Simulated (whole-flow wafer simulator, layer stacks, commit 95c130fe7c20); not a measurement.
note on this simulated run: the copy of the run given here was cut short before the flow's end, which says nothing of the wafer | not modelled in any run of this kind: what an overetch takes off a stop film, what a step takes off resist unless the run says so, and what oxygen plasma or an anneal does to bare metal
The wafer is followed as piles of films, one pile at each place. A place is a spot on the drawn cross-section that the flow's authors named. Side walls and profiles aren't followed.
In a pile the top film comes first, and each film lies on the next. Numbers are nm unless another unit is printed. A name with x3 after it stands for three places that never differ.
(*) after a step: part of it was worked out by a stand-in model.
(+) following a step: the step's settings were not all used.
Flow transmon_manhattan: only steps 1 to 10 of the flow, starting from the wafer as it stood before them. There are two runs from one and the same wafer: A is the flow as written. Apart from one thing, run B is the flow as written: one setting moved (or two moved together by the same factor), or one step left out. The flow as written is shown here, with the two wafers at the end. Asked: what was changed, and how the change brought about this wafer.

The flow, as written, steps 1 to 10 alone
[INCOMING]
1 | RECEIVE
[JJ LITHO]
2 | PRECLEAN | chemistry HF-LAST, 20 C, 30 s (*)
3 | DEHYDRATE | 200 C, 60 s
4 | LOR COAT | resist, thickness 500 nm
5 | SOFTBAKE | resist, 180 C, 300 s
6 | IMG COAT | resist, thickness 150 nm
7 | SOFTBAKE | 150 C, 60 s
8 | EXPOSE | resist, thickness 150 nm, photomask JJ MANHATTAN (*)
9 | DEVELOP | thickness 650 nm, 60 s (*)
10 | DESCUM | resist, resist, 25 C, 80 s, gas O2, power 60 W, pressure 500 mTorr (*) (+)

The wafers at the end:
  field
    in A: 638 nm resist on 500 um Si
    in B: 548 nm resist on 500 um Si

Cause: step 6, IMG COAT: thickness 60 nm was run, though the flow has thickness 150 nm.

The path from the change to this, step by step:
  6 | IMG COAT | resist, thickness 150 nm
      field, chan_a x2: A +150 resist | B +60 resist
  9 | DEVELOP | thickness 650 nm, 60 s (*)
      chan_a x2: A -650 resist (all of it) | B -560 resist (all of it)
